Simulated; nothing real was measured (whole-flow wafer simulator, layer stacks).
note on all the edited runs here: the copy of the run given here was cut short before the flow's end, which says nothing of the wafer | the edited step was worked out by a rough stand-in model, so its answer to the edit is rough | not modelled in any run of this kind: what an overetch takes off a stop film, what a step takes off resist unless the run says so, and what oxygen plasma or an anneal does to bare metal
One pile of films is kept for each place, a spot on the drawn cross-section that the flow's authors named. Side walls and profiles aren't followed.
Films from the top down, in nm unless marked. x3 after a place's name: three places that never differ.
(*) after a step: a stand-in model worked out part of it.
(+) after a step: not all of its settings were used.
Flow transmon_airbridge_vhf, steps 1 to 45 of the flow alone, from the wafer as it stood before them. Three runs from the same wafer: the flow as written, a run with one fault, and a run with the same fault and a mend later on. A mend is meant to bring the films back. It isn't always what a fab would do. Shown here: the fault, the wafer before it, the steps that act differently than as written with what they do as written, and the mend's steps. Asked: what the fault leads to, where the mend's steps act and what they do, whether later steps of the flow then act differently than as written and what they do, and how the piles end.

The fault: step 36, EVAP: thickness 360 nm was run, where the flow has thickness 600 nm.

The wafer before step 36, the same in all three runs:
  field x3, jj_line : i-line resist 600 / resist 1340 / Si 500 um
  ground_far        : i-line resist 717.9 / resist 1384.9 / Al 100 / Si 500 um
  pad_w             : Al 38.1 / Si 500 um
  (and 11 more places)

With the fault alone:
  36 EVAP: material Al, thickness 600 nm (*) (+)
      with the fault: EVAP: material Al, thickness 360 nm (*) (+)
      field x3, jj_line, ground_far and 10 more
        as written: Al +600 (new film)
        with the fault: Al +360 (new film)
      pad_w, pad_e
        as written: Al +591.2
        with the fault: Al +354.7
  Later steps of the flow that act differently than as written:
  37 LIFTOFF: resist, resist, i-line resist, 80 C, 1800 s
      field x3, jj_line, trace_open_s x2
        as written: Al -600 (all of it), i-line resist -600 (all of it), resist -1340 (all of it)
        with the fault: Al -360 (all of it), i-line resist -600 (all of it), resist -1340 (all of it)
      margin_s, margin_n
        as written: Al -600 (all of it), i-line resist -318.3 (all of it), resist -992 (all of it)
        with the fault: Al -360 (all of it), i-line resist -318.3 (all of it), resist -992 (all of it)
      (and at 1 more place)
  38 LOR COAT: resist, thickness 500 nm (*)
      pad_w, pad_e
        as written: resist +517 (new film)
        with the fault: resist +538 (new film)
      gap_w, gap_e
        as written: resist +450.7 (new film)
        with the fault: resist +460.5 (new film)
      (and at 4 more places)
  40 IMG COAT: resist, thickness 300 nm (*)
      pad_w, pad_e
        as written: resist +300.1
        with the fault: resist +311.2
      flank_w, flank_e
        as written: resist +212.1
        with the fault: resist +220.2
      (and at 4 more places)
  At the end the piles differ from the flow's by more than 2% or 0.5 nm, whichever is larger, at pad_w, flank_w, gap_w and 7 more.
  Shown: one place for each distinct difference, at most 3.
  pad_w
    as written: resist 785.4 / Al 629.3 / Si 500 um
    with the fault: resist 817.4 / Al 392.8 / Si 500 um
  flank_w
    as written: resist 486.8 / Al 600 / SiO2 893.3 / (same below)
    with the fault: resist 500.9 / Al 360 / SiO2 893.3 / (same below)
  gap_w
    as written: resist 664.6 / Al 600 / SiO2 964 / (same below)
    with the fault: resist 682.5 / Al 360 / SiO2 964 / (same below)

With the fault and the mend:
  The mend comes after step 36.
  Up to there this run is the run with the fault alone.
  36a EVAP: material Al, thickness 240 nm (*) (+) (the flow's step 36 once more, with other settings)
      field x3, jj_line, ground_far and 10 more
        Al +240
      pad_w, pad_e
        Al +236.5
  No later step of the flow acts differently than as written, at any place that is followed, by more than 2% or 0.5 nm, whichever is larger.
  At the end the piles differ from the flow's only slightly at the places that both follow, by at most 2% or 0.5 nm, whichever is larger.
